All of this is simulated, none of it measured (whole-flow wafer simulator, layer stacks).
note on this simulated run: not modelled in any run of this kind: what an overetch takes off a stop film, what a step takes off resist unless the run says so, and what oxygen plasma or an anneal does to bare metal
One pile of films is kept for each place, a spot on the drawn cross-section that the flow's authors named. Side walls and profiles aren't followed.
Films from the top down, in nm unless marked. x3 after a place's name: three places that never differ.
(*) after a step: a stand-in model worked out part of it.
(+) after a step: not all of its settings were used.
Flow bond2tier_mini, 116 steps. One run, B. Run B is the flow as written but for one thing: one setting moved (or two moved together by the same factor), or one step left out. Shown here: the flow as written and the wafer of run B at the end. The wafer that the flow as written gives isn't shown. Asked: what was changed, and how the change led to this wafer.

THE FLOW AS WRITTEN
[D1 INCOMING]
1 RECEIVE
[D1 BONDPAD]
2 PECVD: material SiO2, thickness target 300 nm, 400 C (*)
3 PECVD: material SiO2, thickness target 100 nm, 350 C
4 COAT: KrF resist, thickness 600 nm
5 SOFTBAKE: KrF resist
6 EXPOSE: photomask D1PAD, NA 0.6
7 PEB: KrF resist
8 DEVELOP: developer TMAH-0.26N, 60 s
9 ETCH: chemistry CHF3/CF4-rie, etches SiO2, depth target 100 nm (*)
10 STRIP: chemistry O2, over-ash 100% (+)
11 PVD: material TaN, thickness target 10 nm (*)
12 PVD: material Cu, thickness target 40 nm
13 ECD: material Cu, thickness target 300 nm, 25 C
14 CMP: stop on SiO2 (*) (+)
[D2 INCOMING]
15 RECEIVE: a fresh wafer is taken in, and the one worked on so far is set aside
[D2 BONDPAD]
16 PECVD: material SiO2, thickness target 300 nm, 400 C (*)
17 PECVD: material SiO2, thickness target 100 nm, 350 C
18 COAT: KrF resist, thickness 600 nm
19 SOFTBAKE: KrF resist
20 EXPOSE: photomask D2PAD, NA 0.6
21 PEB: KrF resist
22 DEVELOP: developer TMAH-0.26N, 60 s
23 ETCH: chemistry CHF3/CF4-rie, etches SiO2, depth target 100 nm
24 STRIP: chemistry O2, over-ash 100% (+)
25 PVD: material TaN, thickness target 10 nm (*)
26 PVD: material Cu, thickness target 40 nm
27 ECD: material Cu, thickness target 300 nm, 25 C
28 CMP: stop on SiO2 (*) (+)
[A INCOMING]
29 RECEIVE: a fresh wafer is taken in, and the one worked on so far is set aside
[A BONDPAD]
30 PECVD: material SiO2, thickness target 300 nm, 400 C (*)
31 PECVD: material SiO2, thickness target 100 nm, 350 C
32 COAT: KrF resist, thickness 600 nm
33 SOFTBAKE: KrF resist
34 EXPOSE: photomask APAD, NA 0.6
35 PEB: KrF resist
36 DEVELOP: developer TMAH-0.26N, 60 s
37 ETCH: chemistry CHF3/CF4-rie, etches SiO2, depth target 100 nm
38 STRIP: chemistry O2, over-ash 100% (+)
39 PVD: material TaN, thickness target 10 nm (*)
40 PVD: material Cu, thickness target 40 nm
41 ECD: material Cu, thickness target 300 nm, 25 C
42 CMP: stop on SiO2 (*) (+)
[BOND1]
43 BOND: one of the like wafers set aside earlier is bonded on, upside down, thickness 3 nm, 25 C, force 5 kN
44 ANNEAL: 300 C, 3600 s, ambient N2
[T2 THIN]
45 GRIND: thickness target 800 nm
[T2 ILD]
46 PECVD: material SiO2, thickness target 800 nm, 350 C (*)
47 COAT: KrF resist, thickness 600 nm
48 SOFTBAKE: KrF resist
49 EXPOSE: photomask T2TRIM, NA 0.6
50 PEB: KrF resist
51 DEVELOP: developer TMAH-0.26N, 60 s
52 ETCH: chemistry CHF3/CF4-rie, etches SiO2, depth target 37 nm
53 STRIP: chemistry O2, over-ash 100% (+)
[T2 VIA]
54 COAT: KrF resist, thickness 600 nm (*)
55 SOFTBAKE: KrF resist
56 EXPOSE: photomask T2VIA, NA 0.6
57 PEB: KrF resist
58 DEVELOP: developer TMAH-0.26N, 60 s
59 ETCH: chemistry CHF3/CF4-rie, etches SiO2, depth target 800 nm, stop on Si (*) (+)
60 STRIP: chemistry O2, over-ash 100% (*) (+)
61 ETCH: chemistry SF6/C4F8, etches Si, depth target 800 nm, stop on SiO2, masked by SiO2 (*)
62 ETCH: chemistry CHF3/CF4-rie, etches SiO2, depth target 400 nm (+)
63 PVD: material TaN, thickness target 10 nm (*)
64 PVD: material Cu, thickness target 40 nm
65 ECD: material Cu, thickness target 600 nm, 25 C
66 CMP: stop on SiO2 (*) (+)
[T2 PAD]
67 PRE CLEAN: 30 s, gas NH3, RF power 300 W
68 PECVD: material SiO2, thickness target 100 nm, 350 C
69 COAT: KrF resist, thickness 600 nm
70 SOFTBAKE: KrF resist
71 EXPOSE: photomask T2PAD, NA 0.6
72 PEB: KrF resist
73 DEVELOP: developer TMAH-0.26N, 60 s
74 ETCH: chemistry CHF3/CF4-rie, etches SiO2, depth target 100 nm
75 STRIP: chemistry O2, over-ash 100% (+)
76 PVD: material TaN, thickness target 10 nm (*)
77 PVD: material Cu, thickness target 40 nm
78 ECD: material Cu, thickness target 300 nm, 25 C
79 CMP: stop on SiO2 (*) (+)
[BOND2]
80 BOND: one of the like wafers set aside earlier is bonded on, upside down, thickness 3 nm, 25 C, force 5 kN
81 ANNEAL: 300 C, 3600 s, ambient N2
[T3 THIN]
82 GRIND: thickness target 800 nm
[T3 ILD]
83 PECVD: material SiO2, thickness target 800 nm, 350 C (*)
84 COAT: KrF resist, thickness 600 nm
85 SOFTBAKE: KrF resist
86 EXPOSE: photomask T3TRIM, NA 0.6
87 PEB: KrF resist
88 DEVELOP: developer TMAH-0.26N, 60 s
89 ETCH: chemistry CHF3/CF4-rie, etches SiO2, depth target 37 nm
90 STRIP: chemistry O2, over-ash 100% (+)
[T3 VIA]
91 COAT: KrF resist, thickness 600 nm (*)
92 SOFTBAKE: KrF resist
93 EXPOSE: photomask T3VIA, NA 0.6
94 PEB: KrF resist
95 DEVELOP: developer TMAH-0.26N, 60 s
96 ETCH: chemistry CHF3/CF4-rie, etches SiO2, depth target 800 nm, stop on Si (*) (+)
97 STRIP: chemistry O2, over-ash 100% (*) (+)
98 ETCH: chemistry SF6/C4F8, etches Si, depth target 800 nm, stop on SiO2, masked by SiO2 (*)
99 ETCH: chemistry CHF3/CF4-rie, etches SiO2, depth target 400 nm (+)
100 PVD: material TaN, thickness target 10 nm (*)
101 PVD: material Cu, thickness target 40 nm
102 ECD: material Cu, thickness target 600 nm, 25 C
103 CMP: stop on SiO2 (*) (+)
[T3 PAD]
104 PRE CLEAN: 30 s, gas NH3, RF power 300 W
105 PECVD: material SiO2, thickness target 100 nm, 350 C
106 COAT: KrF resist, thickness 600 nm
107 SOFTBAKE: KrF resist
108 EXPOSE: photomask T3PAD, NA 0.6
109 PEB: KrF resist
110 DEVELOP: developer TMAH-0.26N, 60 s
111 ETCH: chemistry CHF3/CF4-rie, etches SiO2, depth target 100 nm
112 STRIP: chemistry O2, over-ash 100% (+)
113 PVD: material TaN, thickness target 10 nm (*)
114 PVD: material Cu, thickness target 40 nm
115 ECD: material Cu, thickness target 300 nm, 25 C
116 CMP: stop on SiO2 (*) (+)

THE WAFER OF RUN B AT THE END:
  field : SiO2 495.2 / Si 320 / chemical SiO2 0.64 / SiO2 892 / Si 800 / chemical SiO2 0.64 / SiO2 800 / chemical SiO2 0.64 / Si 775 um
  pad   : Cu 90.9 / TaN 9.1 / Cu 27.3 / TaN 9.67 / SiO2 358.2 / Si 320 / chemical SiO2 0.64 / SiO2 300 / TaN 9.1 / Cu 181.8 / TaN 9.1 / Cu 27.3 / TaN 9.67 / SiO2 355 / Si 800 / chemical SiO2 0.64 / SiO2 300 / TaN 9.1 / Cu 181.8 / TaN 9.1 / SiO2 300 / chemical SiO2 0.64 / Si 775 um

The cause: step 82, GRIND: thickness target 320 nm was run, where the flow has thickness target 800 nm.
It can be read off the wafer: field has Si 320, and step 82 as written asks for 800 nm.

How the change led to this, step by step:
  82 GRIND: thickness target 800 nm
      field, pad: Si -774.68 um (as written it would be: Si -774.2 um)
  98 ETCH: chemistry SF6/C4F8, etches Si, depth target 800 nm, stop on SiO2, masked by SiO2 (*)
      field, pad: SiO2 -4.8 (as written it would be: SiO2 -8)
